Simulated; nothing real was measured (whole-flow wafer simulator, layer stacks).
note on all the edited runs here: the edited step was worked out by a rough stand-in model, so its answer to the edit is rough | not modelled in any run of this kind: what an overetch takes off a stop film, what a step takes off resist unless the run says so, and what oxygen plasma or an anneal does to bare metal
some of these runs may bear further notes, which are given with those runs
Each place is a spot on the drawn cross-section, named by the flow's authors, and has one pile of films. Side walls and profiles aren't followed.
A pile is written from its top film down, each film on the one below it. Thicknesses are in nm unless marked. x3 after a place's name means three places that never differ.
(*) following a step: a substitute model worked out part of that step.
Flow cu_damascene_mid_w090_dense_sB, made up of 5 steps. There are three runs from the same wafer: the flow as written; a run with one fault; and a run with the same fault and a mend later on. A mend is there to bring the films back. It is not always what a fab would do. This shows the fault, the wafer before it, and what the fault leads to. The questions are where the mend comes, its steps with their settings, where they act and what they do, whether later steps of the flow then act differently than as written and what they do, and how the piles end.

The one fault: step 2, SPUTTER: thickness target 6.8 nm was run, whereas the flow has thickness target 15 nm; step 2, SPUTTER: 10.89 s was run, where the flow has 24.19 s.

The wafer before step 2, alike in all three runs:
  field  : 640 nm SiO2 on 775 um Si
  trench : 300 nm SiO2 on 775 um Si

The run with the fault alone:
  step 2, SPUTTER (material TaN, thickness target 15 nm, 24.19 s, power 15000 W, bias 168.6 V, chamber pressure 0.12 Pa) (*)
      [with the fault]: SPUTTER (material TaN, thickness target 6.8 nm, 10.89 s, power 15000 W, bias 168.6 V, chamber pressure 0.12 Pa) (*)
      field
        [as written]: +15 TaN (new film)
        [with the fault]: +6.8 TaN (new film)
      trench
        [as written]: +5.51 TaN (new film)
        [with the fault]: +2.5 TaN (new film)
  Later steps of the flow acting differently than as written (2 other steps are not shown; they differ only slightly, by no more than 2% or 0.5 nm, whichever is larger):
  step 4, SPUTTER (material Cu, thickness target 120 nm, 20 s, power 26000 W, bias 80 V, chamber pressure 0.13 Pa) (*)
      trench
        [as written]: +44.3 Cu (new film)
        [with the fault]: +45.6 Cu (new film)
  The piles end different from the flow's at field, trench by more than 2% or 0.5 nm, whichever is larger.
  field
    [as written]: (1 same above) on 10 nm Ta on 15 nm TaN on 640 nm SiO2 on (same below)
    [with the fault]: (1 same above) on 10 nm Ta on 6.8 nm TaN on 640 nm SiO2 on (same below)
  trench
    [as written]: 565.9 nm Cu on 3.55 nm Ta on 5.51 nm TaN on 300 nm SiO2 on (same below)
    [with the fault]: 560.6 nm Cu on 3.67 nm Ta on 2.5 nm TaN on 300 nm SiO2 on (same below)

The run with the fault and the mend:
  The mend follows step 2.
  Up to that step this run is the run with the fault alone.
  step 2a, SPUTTER (material TaN, thickness target 8.2 nm, 13.22 s, power 15000 W, bias 168.6 V, chamber pressure 0.12 Pa) (*) (the flow's step 2 again, with other settings)
      field
        +8.2 TaN
      trench
        +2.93 TaN
  Later steps of the flow that are run all act as written at every place that is followed, up to a difference of at most 2% or 0.5 nm, whichever is larger.
  When the end is reached, the piles differ only a little from the flow's at the places that both follow, at most by 2% or 0.5 nm, whichever is larger.
